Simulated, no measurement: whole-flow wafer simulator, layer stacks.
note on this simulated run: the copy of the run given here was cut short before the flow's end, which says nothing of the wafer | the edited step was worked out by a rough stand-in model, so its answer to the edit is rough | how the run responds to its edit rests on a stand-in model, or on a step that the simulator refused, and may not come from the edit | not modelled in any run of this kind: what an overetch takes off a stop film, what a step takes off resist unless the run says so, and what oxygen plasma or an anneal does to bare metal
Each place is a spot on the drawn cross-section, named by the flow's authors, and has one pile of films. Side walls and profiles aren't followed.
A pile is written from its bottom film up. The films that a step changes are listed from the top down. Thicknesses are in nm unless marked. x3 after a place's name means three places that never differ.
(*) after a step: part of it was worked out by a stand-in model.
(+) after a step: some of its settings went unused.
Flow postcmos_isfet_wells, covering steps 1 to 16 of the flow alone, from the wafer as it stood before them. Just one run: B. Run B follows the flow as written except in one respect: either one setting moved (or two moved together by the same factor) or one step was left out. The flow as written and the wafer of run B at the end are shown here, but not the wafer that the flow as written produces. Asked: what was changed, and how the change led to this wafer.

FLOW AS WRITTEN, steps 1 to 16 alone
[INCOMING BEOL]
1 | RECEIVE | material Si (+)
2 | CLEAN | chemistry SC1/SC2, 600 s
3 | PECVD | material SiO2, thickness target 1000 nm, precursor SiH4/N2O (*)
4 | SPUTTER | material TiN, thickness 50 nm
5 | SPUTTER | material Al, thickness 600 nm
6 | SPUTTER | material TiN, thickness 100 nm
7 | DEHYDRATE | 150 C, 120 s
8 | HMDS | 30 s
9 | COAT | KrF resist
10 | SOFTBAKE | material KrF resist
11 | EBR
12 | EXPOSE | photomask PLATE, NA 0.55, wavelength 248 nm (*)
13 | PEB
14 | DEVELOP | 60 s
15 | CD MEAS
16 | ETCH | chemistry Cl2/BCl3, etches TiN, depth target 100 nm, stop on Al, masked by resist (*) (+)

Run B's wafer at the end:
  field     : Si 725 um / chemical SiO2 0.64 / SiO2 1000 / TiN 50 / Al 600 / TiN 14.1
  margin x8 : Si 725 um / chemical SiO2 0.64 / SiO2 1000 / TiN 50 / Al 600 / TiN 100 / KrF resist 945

What caused this: step 16, ETCH: depth target 85.9 nm was run, whereas the flow has depth target 100 nm.

Step by step, how the change led to this:
  16 | ETCH | chemistry Cl2/BCl3, etches TiN, depth target 100 nm, stop on Al, masked by resist (*) (+)
      field: -85.9 TiN (as written it would have been: -100 TiN (all of it))
      margin x8: -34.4 KrF resist (as written it would have been: -40 KrF resist)
